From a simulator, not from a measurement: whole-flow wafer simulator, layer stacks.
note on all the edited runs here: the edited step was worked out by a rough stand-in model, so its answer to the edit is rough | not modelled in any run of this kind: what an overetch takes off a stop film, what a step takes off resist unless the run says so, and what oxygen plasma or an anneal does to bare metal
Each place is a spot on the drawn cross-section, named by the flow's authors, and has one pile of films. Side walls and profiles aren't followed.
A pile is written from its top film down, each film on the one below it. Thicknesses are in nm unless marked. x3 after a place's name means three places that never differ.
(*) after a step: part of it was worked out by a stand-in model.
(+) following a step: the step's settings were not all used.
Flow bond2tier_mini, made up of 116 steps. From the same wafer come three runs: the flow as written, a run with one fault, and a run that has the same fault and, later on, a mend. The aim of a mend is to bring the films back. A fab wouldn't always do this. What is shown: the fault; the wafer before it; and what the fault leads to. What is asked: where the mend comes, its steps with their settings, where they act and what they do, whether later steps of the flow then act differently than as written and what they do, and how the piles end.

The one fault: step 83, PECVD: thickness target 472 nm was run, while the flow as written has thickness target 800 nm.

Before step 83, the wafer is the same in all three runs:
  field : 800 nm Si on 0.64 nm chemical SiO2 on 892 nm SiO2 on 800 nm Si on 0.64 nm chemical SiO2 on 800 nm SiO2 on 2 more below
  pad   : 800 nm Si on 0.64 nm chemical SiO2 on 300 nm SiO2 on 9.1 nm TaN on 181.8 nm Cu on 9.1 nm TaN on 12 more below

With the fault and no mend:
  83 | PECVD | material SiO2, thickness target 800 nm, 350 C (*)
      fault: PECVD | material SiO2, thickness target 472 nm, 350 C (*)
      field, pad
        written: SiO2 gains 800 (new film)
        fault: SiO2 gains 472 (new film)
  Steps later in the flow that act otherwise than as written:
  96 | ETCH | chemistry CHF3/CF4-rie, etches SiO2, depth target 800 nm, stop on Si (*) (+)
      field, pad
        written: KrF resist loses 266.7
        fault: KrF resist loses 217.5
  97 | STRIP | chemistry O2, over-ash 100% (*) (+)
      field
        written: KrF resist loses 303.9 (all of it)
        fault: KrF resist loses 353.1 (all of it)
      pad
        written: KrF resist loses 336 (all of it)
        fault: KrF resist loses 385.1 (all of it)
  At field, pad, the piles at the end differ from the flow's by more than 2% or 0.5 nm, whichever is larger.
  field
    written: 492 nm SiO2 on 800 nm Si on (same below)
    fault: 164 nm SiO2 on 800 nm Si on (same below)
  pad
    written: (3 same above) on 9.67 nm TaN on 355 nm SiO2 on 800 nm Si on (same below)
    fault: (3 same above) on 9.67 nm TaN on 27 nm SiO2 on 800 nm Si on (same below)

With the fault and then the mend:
  The mend follows step 83.
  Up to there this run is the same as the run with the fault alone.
  83a | PECVD | material SiO2, thickness target 328 nm, 350 C (*) (a further turn of the flow's step 83, with different settings)
      field, pad
        SiO2 gains 328
  Later steps of the flow that are run all act as written at every place that is followed.
  By the end, the piles equal the flow's at every place that both follow.
